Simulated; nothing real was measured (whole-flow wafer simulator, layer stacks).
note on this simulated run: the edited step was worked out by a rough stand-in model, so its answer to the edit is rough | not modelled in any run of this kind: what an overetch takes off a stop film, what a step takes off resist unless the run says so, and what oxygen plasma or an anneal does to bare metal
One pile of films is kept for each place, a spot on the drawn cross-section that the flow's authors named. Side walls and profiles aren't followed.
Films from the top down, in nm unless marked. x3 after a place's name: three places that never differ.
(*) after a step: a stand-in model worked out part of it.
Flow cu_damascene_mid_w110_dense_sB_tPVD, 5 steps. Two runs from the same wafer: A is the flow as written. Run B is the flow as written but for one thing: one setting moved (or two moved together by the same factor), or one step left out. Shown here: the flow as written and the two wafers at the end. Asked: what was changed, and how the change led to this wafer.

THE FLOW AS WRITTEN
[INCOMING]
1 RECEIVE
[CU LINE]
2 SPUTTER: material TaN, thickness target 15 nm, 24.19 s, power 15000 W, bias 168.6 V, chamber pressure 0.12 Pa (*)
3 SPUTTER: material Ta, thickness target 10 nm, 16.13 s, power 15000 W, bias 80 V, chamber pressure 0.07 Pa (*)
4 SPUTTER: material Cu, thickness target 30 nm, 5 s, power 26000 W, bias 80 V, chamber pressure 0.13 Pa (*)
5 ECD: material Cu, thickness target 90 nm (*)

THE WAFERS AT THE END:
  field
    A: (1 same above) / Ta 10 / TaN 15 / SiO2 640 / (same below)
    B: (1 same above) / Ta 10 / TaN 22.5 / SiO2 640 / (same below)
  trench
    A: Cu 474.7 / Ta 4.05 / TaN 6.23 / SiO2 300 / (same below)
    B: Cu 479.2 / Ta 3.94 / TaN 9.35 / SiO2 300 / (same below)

The cause: step 2, SPUTTER: 36.29 s was run, where the flow has 24.19 s.

How the change led to this, step by step:
  2 SPUTTER: material TaN, thickness target 15 nm, 24.19 s, power 15000 W, bias 168.6 V, chamber pressure 0.12 Pa (*)
      field: A TaN +15 (new film) | B TaN +22.5 (new film)
      trench: A TaN +6.23 (new film) | B TaN +9.35 (new film)
